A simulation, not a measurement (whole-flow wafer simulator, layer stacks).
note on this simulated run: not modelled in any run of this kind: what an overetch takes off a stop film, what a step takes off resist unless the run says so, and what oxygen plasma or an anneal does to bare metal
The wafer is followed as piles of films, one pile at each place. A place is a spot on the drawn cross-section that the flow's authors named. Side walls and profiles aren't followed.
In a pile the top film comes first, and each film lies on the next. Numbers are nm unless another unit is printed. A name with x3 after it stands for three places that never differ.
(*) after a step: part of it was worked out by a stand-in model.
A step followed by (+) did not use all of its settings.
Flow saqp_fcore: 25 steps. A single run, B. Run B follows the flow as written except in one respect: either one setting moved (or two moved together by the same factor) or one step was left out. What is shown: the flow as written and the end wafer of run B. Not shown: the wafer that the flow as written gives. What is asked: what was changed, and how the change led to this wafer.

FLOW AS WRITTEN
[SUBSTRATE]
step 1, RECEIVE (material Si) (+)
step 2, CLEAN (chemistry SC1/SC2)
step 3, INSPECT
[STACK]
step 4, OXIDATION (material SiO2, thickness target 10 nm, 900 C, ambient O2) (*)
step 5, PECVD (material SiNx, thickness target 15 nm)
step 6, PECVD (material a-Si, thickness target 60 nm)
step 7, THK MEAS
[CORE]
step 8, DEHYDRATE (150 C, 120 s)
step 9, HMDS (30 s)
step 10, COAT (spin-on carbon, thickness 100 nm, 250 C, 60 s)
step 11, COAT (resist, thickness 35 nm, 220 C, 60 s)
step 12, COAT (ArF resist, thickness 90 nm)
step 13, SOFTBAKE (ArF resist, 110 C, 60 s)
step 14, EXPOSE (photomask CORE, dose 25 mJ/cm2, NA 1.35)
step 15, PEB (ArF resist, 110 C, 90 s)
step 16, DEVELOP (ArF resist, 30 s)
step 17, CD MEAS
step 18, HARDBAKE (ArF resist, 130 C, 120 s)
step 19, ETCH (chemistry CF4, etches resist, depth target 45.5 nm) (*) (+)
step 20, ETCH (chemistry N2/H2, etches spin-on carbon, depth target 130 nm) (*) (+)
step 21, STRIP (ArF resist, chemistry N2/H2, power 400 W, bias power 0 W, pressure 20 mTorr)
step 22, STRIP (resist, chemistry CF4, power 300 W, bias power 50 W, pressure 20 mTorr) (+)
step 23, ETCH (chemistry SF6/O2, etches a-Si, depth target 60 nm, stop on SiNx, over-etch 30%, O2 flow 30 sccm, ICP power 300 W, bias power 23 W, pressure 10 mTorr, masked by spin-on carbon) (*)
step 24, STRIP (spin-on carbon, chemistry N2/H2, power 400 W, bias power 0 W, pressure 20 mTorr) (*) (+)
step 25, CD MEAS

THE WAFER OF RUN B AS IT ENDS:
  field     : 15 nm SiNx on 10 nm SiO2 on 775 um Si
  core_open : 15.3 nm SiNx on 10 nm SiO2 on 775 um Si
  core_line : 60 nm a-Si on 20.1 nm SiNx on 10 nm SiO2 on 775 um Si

The reason: step 5, PECVD: thickness target 20.1 nm was run, while the flow as written has thickness target 15 nm.
The wafer lets one read it off: core_line has SiNx 20.1, and step 5 as written asks for 15 nm.

Step by step, how the change led to this:
  step 5, PECVD (material SiNx, thickness target 15 nm)
      field, core_open, core_line: +20.1 SiNx (new film) (in the flow as written it would be: +15 SiNx (new film))
